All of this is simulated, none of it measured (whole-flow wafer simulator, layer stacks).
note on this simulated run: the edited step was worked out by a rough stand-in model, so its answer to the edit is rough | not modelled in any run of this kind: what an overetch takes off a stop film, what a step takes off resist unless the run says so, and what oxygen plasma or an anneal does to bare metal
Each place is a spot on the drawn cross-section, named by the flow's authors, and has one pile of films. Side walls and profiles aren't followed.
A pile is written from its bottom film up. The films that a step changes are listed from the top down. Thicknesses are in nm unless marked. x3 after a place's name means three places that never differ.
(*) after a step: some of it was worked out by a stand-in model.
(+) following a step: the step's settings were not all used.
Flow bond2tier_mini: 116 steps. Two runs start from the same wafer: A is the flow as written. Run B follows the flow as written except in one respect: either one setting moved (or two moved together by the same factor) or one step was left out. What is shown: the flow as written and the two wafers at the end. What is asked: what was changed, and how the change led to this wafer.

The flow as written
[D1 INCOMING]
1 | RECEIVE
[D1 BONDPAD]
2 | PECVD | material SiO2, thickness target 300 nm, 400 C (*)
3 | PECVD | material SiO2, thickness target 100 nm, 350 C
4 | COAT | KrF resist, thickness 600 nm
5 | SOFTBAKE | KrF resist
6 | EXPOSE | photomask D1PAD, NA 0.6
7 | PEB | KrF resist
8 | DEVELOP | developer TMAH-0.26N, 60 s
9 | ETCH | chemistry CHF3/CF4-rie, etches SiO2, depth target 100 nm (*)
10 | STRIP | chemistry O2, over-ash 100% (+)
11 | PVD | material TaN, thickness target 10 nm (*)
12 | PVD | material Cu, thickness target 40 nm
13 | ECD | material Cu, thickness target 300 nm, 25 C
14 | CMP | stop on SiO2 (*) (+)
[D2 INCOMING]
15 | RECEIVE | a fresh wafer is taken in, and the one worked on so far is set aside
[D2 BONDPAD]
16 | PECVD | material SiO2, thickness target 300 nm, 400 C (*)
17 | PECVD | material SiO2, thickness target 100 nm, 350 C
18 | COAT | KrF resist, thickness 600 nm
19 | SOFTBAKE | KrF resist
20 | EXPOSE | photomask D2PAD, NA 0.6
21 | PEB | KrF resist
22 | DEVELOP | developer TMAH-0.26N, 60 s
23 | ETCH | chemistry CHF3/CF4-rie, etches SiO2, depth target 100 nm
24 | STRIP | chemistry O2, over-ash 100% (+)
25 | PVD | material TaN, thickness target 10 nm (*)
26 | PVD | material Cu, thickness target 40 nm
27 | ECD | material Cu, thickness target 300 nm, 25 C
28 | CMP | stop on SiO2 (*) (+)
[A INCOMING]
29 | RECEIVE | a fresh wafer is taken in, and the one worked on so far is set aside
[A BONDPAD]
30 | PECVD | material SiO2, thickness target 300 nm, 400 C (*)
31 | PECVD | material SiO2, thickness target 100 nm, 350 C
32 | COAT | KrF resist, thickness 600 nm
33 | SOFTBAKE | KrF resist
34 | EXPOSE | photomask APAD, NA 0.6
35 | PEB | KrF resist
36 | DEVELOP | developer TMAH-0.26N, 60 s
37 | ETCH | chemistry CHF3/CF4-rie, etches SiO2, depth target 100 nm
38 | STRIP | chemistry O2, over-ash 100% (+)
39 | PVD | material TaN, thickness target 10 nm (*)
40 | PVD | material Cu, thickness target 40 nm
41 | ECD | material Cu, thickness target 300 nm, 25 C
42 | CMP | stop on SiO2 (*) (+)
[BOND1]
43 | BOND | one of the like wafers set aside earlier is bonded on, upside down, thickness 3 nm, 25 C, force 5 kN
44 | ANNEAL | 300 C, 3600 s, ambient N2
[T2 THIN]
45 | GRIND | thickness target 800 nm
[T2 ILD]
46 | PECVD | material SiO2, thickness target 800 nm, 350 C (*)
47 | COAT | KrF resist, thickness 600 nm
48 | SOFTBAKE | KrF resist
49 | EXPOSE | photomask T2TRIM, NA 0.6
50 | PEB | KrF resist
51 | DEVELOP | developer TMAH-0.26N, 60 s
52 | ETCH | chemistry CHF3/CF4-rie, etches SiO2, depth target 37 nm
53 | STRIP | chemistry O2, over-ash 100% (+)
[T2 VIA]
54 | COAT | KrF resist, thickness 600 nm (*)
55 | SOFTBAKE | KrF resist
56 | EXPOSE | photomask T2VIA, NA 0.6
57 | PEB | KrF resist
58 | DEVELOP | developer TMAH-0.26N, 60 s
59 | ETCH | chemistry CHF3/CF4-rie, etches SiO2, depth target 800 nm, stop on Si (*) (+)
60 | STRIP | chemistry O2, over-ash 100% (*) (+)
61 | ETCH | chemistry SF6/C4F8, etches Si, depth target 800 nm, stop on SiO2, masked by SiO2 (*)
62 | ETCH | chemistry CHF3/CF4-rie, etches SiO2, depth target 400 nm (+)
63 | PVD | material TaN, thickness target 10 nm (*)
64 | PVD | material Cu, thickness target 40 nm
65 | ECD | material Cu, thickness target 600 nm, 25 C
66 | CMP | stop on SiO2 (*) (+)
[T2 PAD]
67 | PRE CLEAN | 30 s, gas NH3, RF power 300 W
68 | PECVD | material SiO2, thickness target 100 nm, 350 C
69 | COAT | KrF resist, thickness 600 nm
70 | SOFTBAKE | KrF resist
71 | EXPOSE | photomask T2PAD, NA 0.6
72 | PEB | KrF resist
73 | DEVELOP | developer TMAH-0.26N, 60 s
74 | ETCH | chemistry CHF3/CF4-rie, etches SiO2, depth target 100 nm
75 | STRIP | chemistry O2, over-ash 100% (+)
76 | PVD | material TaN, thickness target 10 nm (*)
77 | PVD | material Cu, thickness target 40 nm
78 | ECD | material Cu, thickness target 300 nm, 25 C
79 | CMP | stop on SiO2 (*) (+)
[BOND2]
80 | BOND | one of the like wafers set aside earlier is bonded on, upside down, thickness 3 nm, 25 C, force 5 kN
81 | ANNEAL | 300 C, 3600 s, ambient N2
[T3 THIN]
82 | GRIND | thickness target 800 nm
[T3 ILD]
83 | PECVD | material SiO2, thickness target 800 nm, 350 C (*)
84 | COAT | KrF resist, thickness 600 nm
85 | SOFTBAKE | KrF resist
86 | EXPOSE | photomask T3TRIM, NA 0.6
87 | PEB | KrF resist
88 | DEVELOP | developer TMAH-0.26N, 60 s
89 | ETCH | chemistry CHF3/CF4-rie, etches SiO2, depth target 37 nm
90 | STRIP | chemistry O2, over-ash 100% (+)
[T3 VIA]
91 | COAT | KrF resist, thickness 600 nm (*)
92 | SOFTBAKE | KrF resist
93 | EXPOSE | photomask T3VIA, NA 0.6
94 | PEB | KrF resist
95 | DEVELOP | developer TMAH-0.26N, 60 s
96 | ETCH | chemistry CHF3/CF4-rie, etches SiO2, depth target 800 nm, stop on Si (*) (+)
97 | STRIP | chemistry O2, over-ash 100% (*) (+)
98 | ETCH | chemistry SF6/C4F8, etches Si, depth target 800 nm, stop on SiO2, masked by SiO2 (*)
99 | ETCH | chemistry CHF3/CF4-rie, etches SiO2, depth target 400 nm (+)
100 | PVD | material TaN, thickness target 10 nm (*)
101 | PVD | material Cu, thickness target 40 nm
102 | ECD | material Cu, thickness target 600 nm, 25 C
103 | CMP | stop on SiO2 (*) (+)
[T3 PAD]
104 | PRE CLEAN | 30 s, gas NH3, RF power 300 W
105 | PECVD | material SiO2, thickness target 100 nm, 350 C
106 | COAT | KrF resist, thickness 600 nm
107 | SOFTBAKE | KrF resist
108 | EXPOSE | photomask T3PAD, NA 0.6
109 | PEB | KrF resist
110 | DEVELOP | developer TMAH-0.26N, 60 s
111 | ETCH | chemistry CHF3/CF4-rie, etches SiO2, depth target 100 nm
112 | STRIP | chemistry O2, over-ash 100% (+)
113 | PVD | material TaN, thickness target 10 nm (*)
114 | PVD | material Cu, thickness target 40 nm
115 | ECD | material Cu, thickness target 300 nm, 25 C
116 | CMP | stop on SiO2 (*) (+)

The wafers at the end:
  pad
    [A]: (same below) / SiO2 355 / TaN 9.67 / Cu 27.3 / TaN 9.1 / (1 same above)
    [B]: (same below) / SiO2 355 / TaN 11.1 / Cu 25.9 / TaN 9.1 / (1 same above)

The reason: step 100, PVD: thickness target 11.5 nm was run, though the flow has thickness target 10 nm.

Step by step, how the change led to this:
  100 | PVD | material TaN, thickness target 10 nm (*)
      field: A TaN gains 10 (new film) | B TaN gains 11.5 (new film)
      pad: A TaN gains 9.67 (new film) | B TaN gains 11.1 (new film)
  103 | CMP | stop on SiO2 (*) (+)
      field: A Cu loses 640 (all of it), TaN loses 10 (all of it) | B Cu loses 640 (all of it), TaN loses 11.5 (all of it)
